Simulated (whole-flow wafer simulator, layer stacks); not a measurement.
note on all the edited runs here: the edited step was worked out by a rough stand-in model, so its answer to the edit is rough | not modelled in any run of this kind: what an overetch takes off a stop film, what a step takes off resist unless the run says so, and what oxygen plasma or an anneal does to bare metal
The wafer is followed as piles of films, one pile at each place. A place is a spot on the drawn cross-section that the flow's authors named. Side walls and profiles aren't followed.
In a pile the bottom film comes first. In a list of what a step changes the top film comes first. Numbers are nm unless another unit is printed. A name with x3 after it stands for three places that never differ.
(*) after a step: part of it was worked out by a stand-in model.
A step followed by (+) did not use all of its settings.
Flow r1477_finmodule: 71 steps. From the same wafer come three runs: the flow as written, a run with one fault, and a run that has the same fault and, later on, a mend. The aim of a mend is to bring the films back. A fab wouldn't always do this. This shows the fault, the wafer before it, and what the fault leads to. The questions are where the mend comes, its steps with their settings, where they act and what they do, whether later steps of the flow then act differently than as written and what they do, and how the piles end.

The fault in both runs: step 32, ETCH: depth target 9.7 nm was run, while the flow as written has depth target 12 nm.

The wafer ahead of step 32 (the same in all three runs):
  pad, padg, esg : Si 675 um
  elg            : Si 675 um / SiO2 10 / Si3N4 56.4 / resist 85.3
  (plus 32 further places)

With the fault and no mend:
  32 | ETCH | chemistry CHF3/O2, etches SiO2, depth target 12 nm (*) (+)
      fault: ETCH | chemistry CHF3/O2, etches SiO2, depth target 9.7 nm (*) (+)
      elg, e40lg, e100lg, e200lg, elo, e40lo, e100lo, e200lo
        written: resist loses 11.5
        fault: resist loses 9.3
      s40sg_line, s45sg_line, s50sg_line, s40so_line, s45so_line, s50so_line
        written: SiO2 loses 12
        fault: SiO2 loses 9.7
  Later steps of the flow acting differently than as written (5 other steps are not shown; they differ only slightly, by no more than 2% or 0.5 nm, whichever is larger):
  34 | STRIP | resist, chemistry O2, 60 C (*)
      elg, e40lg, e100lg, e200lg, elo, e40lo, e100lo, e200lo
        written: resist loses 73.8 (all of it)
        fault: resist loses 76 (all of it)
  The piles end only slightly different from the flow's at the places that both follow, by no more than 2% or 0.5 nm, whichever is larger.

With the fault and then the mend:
  The mend follows step 32.
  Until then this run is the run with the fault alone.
  32a | ETCH | chemistry CHF3/O2, etches SiO2, depth target 2.3 nm (*) (the flow's step 32, run once more with other settings)
      pad, padg, e40sg and 11 more
        Si loses 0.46
      elg, e40lg, e100lg, e200lg, elo, e40lo, e100lo, e200lo
        resist loses 2.2
      s40sg_line, s45sg_line, s50sg_line, s40so_line, s45so_line, s50so_line
        SiO2 loses 2.3
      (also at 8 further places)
  None of the later steps of the flow differs from how it acts as written, at any place that is followed, by more than 2% or 0.5 nm, whichever is larger.
  The piles end only slightly different from the flow's at the places that both follow, by no more than 2% or 0.5 nm, whichever is larger.
